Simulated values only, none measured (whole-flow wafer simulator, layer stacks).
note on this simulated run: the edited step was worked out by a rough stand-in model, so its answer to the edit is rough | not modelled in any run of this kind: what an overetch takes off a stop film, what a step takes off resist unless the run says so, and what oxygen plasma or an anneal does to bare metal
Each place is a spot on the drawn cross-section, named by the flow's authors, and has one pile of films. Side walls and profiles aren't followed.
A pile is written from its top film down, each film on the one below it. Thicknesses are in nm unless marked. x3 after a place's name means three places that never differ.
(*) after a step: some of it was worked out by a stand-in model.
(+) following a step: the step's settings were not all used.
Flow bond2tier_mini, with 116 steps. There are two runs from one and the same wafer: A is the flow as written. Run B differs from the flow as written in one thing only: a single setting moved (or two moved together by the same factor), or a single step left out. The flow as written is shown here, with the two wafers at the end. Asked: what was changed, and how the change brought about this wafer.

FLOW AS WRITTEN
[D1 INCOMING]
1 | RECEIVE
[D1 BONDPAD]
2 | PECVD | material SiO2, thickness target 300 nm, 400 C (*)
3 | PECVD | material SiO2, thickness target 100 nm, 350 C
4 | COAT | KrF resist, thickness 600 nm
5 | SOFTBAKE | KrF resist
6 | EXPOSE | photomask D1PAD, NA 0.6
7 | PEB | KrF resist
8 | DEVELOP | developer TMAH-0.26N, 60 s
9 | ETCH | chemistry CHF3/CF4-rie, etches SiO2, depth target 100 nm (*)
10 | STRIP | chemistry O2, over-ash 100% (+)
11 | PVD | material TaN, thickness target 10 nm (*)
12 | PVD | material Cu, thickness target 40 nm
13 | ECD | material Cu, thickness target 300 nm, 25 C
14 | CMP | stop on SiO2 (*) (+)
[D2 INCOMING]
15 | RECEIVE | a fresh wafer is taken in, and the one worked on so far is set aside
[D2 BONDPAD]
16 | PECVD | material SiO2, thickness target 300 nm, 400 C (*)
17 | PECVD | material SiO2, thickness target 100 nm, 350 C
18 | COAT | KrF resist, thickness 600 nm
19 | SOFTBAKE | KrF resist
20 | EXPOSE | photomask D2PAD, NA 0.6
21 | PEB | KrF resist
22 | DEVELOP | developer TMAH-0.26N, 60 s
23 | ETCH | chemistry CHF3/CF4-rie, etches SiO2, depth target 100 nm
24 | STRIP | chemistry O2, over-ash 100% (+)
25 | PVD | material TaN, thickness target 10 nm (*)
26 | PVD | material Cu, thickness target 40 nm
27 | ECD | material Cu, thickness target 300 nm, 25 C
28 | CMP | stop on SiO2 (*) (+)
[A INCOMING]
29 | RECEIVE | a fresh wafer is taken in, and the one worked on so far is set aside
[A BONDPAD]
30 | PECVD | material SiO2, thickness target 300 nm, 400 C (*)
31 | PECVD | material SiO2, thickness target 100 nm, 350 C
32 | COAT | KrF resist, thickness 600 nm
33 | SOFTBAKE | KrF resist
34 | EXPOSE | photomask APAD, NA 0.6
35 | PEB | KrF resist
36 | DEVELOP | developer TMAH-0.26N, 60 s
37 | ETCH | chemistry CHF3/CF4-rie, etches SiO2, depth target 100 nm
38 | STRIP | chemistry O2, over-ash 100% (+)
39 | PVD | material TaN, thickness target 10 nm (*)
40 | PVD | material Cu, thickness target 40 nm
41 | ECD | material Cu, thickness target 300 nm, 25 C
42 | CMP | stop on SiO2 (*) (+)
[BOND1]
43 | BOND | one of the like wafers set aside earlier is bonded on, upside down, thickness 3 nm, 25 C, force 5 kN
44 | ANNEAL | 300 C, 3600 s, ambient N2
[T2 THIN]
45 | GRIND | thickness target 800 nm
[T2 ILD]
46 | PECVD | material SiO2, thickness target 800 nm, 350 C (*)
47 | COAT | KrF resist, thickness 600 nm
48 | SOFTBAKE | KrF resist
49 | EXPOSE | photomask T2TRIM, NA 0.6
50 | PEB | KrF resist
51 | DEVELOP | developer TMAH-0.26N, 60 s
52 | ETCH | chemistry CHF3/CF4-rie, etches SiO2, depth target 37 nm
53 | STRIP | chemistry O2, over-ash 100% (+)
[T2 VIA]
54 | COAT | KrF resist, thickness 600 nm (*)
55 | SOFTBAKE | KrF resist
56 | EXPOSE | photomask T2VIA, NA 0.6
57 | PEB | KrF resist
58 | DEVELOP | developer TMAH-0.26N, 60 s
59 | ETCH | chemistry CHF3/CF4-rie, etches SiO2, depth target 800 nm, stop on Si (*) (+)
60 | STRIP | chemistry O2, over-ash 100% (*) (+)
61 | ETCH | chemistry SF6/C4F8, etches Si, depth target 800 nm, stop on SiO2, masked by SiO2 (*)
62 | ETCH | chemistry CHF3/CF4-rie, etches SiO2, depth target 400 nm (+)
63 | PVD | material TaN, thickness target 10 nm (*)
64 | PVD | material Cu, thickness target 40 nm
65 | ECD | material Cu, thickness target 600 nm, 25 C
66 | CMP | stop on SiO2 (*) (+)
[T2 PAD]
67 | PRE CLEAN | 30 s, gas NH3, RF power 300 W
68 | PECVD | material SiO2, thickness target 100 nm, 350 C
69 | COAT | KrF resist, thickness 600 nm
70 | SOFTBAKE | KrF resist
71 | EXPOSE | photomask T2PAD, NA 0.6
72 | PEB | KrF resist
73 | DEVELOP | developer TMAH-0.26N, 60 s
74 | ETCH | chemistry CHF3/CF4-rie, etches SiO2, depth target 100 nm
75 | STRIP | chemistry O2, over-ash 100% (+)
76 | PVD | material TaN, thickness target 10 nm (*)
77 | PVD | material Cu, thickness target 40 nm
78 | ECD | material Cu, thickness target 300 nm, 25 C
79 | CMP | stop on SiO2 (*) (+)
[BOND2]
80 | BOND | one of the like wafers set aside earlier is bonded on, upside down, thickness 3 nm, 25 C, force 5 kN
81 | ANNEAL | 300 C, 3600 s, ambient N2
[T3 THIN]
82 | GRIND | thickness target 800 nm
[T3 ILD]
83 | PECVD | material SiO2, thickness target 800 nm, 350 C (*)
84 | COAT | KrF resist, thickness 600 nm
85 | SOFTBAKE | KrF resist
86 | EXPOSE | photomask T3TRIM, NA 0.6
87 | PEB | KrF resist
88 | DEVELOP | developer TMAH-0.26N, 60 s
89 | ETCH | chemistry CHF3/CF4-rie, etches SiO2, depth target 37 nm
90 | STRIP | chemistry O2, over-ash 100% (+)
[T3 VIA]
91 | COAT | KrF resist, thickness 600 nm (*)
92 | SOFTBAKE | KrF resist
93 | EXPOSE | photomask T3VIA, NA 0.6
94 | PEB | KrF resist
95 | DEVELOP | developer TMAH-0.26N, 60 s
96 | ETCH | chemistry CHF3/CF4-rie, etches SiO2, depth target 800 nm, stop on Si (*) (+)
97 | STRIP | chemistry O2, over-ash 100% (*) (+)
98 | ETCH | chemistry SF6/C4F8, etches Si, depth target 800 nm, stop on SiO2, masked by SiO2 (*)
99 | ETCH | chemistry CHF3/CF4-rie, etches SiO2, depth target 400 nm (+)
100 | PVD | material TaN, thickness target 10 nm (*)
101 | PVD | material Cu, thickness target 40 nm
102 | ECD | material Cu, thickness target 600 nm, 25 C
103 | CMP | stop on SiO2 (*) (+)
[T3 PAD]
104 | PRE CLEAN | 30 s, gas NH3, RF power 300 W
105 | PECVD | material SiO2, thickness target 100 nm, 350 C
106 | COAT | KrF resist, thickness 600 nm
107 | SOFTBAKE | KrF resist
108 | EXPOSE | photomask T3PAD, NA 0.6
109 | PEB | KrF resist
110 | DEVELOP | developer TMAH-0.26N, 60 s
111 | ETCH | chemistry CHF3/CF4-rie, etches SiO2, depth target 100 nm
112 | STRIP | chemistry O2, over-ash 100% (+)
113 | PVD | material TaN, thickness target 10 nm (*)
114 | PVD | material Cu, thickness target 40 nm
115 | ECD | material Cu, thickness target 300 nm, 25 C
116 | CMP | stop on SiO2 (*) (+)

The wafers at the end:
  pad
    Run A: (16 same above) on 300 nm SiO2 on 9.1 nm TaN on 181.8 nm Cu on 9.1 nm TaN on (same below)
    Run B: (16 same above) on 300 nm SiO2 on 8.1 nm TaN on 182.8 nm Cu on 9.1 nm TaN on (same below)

Cause: step 11, PVD: thickness target 8.9 nm was run, whereas the flow has thickness target 10 nm.

The path from the change to this, step by step:
  11 | PVD | material TaN, thickness target 10 nm (*)
      field: A TaN gains 10 (new film) | B TaN gains 8.9 (new film)
      pad: A TaN gains 9.1 (new film) | B TaN gains 8.1 (new film)
      (and at 1 other place as well)
  14 | CMP | stop on SiO2 (*) (+)
      field: A Cu loses 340 (all of it), TaN loses 10 (all of it) | B Cu loses 340 (all of it), TaN loses 8.9 (all of it)
  43 | BOND | one of the like wafers set aside earlier is bonded on, upside down, thickness 3 nm, 25 C, force 5 kN
      pad: A Si gains 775 um (new film), chemical SiO2 gains 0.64 (new film), SiO2 gains 300 (new film), TaN gains 9.1 (new film), Cu gains 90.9 | B Si gains 775 um (new film), chemical SiO2 gains 0.64 (new film), SiO2 gains 300 (new film), TaN gains 8.1 (new film), Cu gains 91.9
      via: A Si gains 775 um (new film), chemical SiO2 gains 0.64 (new film), SiO2 gains 300 (new film), TaN gains 9.97 (new film), Cu gains 90 | B Si gains 775 um (new film), chemical SiO2 gains 0.64 (new film), SiO2 gains 300 (new film), TaN gains 8.88 (new film), Cu gains 91.1
